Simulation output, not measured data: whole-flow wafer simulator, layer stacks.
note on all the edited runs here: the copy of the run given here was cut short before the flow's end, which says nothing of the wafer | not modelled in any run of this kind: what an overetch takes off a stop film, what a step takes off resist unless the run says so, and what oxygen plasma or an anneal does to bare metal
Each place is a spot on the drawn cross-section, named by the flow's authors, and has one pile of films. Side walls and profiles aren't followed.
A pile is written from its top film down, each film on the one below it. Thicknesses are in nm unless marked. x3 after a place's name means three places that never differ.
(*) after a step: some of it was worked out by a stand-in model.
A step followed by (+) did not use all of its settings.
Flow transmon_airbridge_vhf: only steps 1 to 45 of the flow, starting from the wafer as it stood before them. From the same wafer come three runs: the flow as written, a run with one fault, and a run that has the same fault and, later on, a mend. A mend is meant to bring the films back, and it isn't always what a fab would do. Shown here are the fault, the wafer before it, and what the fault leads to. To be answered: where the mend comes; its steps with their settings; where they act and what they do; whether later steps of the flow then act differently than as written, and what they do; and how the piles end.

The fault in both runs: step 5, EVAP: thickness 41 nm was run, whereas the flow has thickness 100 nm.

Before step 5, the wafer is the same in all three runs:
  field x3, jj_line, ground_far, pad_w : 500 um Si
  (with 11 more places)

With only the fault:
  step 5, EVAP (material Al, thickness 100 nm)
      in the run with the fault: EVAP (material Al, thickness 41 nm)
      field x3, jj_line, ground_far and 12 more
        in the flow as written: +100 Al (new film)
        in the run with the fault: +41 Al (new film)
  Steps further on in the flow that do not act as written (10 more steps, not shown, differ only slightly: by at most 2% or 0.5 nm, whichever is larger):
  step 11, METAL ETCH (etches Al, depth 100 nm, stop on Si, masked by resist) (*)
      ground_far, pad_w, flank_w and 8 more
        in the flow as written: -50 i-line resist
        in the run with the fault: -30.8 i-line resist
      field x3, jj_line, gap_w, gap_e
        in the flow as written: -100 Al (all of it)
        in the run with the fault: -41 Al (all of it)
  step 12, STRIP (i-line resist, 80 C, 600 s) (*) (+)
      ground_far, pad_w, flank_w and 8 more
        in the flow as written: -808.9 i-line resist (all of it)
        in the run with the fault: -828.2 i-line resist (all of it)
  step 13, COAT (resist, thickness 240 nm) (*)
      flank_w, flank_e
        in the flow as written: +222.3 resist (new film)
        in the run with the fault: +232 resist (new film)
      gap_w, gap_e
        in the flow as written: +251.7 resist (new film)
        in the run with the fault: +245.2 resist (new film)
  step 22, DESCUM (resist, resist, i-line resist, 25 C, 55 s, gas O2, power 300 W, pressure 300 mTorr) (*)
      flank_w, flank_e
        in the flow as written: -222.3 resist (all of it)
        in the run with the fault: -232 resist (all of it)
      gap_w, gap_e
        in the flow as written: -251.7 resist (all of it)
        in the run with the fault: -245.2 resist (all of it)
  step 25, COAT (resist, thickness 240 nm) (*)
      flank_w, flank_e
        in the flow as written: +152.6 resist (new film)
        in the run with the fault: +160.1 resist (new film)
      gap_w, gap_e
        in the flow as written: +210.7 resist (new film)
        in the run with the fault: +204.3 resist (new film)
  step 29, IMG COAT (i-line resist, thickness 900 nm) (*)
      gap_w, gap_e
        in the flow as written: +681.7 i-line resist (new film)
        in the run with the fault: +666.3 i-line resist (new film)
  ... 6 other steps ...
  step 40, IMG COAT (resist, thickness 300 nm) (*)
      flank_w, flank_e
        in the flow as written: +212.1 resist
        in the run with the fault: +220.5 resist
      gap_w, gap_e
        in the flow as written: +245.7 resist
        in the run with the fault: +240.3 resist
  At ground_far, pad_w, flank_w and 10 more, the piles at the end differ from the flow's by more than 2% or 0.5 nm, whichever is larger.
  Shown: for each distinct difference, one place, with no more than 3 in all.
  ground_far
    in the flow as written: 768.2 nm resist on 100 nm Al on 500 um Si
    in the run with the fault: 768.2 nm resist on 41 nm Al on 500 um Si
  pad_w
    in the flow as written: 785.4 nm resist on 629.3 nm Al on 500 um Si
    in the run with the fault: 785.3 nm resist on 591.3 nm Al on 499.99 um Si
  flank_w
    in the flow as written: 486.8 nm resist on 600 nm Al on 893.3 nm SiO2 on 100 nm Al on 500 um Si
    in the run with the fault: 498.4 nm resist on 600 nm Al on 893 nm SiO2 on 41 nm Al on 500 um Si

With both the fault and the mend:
  After step 10 comes the mend.
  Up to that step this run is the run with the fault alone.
  step 10a, STRIP (i-line resist, 80 C, 600 s) (+)
      ground_far, pad_w, flank_w and 8 more
        -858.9 i-line resist (all of it)
  step 10b, EVAP (material Al, thickness 59 nm) (the flow's step 5, run once more with other settings)
      field x3, jj_line, ground_far and 12 more
        +59 Al
  step 10c, COAT (i-line resist, thickness 900 nm) (the flow's step 6, run once more)
      field x3, jj_line, ground_far and 12 more
        +900 i-line resist (new film)
  step 10d, SOFTBAKE (i-line resist, 90 C, 90 s) (the flow's step 7, run once more)
      alters no film at any place that is followed
  step 10e, EXPOSE (i-line resist, thickness 900 nm, photomask AB CPW, dose 155.4 mJ/cm2, NA 0.45, wavelength 365 nm) (*) (the flow's step 8, run once more)
      alters no film at any place that is followed
  step 10f, PEB (i-line resist, 110 C, 60 s) (the flow's step 9, run once more)
      field x3, jj_line, ground_far and 12 more
        -41 i-line resist
  step 10g, DEVELOP (i-line resist, thickness 900 nm, developer developer-B, 60 s) (the flow's step 10, run once more)
      ground_far, pad_w, flank_w and 8 more
        -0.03 i-line resist
      field x3, jj_line, gap_w, gap_e
        -859 i-line resist (all of it)
  Every later step of the flow that is run acts as written at every place that is followed.
  The piles end the same as the flow's at every place that both follow.
